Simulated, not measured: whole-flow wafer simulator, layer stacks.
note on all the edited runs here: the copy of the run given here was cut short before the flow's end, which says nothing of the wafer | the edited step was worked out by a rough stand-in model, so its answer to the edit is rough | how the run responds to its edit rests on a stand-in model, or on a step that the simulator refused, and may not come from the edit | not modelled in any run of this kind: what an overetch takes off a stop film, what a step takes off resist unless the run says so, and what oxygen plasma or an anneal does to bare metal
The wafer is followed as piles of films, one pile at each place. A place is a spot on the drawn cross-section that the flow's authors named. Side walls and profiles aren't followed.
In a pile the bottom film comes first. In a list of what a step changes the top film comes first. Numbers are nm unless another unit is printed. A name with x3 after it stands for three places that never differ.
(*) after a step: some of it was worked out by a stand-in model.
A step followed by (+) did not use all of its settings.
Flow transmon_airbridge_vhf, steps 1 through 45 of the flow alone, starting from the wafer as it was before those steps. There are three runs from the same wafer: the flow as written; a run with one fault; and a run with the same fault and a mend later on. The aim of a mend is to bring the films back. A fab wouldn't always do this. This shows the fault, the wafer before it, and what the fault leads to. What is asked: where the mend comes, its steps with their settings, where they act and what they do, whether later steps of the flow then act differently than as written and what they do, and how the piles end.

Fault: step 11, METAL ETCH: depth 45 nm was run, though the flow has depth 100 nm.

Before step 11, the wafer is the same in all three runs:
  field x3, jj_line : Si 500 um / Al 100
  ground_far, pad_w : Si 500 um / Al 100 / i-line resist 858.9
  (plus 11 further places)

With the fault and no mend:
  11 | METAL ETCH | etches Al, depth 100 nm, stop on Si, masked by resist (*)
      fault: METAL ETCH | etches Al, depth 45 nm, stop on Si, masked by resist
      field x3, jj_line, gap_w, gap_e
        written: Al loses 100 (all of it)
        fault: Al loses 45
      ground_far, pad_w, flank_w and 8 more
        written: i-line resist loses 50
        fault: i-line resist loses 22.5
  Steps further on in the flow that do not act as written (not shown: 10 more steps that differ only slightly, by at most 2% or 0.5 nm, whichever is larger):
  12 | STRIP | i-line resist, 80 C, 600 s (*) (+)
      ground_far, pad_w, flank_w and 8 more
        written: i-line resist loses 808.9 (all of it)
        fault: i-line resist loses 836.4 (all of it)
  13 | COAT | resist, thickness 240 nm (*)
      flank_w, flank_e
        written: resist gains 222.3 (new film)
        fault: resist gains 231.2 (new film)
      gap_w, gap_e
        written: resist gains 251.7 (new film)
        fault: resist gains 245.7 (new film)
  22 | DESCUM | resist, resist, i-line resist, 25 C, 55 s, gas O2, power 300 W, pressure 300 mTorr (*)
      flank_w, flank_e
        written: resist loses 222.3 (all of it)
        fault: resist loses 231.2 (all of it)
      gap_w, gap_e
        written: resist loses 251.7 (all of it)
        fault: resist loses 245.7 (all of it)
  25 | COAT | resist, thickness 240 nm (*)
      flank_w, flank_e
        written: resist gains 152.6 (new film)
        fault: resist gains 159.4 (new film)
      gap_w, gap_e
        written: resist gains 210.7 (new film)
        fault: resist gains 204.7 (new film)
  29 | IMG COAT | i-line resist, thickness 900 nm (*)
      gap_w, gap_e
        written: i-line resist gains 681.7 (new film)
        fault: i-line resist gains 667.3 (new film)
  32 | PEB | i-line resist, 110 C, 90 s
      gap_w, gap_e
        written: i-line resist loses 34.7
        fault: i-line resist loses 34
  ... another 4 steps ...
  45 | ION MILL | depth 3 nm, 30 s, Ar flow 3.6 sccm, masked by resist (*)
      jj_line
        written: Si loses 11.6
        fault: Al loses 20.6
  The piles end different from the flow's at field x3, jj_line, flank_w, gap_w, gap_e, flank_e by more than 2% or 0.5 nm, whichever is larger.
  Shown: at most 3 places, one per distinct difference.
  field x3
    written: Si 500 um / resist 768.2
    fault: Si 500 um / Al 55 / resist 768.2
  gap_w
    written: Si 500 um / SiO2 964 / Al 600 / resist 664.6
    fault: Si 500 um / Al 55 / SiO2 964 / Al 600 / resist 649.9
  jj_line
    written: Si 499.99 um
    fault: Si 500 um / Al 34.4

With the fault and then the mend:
  The mend stands after step 12.
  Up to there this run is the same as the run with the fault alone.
  12a | COAT | i-line resist, thickness 900 nm (*) (a further turn of the flow's step 6)
      field x3, jj_line, trace_open_s x2, margin_s, bridge_strip, margin_n
        i-line resist gains 900 (new film)
      pad_w, pad_e
        i-line resist gains 894.5 (new film)
      flank_w, flank_e
        i-line resist gains 889.4 (new film)
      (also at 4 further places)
  12b | SOFTBAKE | i-line resist, 90 C, 90 s (a further turn of the flow's step 7)
      flank_w, flank_e
        i-line resist loses 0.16
      gap_w, gap_e
        i-line resist gains 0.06
  12c | EXPOSE | i-line resist, thickness 900 nm, photomask AB CPW, dose 155.4 mJ/cm2, NA 0.45, wavelength 365 nm (*) (a further turn of the flow's step 8)
      alters no film at any place that is followed
  12d | PEB | i-line resist, 110 C, 60 s (a further turn of the flow's step 9)
      field x3, jj_line, trace_open_s x2, margin_s, bridge_strip, margin_n
        i-line resist loses 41
      pad_w, pad_e
        i-line resist loses 40.8
      flank_w, flank_e
        i-line resist loses 40.5
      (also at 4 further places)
  12e | DEVELOP | i-line resist, thickness 900 nm, developer developer-B, 60 s (a further turn of the flow's step 10)
      trace_open_s x2, margin_s, bridge_strip, margin_n
        i-line resist loses 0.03
      field x3, jj_line
        i-line resist loses 859 (all of it)
      gap_w, gap_e
        i-line resist loses 882.4 (all of it)
  12f | METAL ETCH | etches Al, depth 55 nm, stop on Si, masked by resist (*) (a further turn of the flow's step 11, with different settings)
      ground_far, pad_w, flank_w and 8 more
        i-line resist loses 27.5
      field x3, jj_line, gap_w, gap_e
        Al loses 55 (all of it)
  12g | STRIP | i-line resist, 80 C, 600 s (*) (+) (a further turn of the flow's step 12)
      trace_open_s x2, margin_s, bridge_strip, margin_n
        i-line resist loses 831.4 (all of it)
      pad_w, pad_e
        i-line resist loses 826.2 (all of it)
      flank_w, flank_e
        i-line resist loses 821.2 (all of it)
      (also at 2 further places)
  Later steps of the flow that are run all act as written at every place that is followed.
  The piles end the same as the flow's at every place that both follow.
